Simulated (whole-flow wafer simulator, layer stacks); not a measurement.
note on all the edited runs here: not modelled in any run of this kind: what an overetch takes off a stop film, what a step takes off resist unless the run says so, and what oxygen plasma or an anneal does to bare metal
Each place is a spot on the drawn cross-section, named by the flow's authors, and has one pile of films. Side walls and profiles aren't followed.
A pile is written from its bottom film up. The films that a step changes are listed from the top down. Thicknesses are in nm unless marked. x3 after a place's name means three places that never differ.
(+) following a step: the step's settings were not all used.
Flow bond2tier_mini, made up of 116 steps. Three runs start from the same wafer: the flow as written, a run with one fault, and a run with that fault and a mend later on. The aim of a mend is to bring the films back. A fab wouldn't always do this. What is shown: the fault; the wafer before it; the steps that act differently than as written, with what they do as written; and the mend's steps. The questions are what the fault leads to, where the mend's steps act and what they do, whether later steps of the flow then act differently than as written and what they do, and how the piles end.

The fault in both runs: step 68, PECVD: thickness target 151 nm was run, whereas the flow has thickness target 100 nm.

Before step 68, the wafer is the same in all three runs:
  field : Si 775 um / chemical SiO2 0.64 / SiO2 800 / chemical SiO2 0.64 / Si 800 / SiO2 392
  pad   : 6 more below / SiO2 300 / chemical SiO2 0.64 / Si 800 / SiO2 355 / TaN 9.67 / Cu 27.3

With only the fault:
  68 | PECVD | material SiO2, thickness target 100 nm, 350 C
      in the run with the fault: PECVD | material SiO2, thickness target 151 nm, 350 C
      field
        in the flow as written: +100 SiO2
        in the run with the fault: +151 SiO2
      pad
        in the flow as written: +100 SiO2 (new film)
        in the run with the fault: +151 SiO2 (new film)
  Steps further on in the flow that do not act as written:
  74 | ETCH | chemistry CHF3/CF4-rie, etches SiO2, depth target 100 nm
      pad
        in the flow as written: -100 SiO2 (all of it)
        in the run with the fault: -100 SiO2
  By the end, the piles at field, pad depart from the flow's by more than 2% or 0.5 nm, whichever is larger.
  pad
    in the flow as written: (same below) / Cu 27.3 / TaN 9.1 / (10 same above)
    in the run with the fault: (same below) / Cu 27.3 / SiO2 51 / TaN 9.1 / (10 same above)
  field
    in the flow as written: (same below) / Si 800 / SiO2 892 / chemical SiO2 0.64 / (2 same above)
    in the run with the fault: (same below) / Si 800 / SiO2 943 / chemical SiO2 0.64 / (2 same above)

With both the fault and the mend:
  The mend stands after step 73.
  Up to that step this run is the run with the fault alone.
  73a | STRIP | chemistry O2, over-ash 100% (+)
      field
        -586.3 KrF resist (all of it)
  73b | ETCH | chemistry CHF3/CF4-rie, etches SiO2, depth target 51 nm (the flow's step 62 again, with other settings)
      field, pad
        -51 SiO2
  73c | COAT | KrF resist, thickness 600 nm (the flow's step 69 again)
      field, pad
        +600 KrF resist (new film)
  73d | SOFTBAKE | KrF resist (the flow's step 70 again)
      does not change any film at any place that is followed
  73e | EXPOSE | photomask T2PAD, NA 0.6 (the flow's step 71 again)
      does not change any film at any place that is followed
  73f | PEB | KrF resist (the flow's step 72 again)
      does not change any film at any place that is followed
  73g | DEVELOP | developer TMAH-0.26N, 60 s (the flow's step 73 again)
      field
        -13.7 KrF resist
      pad
        -600 KrF resist (all of it)
  Later steps of the flow that are run all act as written at every place that is followed.
  At every place that both follow, the piles at the end match the flow's.
